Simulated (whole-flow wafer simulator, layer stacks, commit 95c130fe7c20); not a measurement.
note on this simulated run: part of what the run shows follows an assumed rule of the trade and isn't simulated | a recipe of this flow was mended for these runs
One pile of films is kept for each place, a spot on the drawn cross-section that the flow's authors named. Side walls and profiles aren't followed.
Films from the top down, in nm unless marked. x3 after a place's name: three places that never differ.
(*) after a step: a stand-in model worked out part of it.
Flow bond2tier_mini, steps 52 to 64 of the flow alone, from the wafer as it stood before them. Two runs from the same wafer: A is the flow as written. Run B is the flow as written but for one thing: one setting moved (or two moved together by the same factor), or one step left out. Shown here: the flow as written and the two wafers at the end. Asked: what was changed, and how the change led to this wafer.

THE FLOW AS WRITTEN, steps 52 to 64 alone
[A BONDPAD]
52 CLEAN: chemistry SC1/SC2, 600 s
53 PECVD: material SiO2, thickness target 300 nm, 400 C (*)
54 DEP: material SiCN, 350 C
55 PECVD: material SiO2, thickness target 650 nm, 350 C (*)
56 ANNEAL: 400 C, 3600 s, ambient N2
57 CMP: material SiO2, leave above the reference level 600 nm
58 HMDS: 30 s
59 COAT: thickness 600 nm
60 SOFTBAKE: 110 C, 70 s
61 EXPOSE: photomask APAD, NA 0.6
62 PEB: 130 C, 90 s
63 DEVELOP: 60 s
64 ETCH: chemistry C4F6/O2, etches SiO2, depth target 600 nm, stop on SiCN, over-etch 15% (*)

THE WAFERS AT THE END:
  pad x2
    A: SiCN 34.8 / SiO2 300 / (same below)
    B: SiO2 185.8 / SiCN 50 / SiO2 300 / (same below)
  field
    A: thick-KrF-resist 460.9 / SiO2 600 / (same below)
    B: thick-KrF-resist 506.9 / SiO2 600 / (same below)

The cause: step 64, ETCH: depth target 360.2 nm was run, where the flow has depth target 600 nm.

How the change led to this, step by step:
  64 ETCH: chemistry C4F6/O2, etches SiO2, depth target 600 nm, stop on SiCN, over-etch 15% (*)
      pad x2: A SiO2 -600 (all of it), SiCN -15.2 | B SiO2 -414.2
      field: A thick-KrF-resist -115 | B thick-KrF-resist -69
